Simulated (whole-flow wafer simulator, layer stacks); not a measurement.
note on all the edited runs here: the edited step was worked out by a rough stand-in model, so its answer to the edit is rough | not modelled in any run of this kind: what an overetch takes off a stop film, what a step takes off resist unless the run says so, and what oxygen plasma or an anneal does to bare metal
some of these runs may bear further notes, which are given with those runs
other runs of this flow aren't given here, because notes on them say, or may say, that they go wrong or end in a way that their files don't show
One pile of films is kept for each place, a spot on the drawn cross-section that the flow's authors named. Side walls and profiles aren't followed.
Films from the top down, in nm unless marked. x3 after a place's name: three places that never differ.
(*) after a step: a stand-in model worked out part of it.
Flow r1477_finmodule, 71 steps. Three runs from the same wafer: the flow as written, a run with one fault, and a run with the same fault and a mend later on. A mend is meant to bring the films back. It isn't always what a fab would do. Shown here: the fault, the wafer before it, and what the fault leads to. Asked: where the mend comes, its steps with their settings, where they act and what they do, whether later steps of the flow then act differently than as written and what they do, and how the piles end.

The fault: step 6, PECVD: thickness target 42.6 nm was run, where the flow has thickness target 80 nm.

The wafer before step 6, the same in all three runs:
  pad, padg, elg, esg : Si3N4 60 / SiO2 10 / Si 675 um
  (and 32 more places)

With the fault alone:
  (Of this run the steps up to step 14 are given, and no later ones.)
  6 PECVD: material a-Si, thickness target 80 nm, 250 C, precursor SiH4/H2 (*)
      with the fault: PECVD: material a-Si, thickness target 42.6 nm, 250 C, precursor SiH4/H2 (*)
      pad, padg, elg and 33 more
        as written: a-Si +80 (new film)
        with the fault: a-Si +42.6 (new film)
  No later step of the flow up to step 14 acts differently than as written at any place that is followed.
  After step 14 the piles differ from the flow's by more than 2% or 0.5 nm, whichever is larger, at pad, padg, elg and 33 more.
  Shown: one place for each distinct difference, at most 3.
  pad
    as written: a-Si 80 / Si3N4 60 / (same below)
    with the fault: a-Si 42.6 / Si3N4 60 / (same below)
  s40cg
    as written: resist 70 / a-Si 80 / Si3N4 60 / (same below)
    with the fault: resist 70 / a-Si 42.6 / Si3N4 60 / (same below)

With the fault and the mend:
  The mend comes after step 7.
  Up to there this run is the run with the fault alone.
  7a ETCH: chemistry tmah, depth target 48.99 nm
      pad, padg, elg and 33 more
        a-Si -42.6 (all of it)
  7b PECVD: material a-Si, thickness target 80 nm, 250 C, precursor SiH4/H2 (*) (the flow's step 6 once more)
      pad, padg, elg and 33 more
        a-Si +80 (new film)
  No later step of the flow acts differently than as written at any place that is followed.
  At the end the piles are the same as the flow's at every place that both follow.
